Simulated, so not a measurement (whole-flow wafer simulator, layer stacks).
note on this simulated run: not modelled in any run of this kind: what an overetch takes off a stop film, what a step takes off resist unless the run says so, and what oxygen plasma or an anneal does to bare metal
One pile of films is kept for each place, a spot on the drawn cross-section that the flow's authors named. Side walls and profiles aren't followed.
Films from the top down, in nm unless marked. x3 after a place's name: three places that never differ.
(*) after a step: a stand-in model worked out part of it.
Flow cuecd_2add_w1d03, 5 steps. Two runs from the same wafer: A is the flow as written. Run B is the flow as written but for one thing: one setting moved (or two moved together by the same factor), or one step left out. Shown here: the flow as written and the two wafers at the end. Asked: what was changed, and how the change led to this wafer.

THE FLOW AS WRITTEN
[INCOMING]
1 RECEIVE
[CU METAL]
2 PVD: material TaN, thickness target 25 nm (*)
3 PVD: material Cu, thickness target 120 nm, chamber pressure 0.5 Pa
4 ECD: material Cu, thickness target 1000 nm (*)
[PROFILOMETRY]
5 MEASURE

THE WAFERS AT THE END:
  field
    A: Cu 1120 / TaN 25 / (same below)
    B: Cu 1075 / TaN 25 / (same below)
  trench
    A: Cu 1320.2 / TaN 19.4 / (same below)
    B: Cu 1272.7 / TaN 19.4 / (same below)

The cause: step 3, PVD: thickness target 75 nm was run, where the flow has thickness target 120 nm.

How the change led to this, step by step:
  3 PVD: material Cu, thickness target 120 nm, chamber pressure 0.5 Pa
      field: A Cu +120 (new film) | B Cu +75 (new film)
      trench: A Cu +93.4 (new film) | B Cu +58.5 (new film)
